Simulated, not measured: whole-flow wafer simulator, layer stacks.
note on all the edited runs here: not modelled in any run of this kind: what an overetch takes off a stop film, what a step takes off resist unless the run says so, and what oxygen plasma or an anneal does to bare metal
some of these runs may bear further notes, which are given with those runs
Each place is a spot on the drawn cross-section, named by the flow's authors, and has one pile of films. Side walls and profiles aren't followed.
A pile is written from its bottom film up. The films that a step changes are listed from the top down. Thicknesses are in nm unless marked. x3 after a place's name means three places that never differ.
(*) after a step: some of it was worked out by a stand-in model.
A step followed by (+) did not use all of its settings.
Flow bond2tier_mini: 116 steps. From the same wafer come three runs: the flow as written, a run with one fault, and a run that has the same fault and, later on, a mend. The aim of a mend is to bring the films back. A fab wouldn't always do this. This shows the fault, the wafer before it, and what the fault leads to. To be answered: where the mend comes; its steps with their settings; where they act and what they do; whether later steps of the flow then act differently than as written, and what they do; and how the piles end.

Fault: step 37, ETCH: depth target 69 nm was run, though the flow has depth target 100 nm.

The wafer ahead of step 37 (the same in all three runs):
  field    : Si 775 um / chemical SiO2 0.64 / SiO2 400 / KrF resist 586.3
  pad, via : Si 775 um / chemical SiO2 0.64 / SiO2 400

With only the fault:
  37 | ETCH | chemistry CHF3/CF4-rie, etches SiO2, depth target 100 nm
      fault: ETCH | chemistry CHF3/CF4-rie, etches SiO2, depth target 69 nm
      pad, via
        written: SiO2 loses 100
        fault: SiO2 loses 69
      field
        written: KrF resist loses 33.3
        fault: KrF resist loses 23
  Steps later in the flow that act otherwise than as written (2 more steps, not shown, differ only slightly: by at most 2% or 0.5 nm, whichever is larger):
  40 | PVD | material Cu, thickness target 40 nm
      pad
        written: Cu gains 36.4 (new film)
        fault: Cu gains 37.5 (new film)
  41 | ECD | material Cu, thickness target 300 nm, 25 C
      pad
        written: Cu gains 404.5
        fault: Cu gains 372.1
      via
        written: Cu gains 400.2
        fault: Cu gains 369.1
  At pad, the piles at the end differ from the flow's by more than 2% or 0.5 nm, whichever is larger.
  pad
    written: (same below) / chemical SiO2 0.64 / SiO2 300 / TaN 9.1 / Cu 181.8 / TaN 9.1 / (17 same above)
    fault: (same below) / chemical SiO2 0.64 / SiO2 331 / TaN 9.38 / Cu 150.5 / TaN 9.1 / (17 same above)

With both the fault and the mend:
  The mend follows step 38.
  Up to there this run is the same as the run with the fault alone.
  38a | COAT | KrF resist, thickness 600 nm (*) (the flow's step 32, run once more)
      field
        KrF resist gains 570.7 (new film)
      pad
        KrF resist gains 630.5 (new film)
      via
        KrF resist gains 626.8 (new film)
  38b | SOFTBAKE | KrF resist (the flow's step 33, run once more)
      does not change any film at any place that is followed
  38c | EXPOSE | photomask APAD, NA 0.6 (the flow's step 34, run once more)
      does not change any film at any place that is followed
  38d | PEB | KrF resist (the flow's step 35, run once more)
      does not change any film at any place that is followed
  38e | DEVELOP | developer TMAH-0.26N, 60 s (the flow's step 36, run once more)
      field
        KrF resist loses 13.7
      pad
        KrF resist loses 630.5 (all of it)
      via
        KrF resist loses 626.8 (all of it)
  38f | ETCH | chemistry CHF3/CF4-rie, etches SiO2, depth target 31 nm (the flow's step 37, run once more with other settings)
      pad, via
        SiO2 loses 31
      field
        KrF resist loses 10.3
  38g | STRIP | chemistry O2, over-ash 100% (+) (the flow's step 38, run once more)
      field
        KrF resist loses 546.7 (all of it)
  Later steps of the flow that are run all act as written at every place that is followed.
  At every place that both follow, the piles at the end match the flow's.
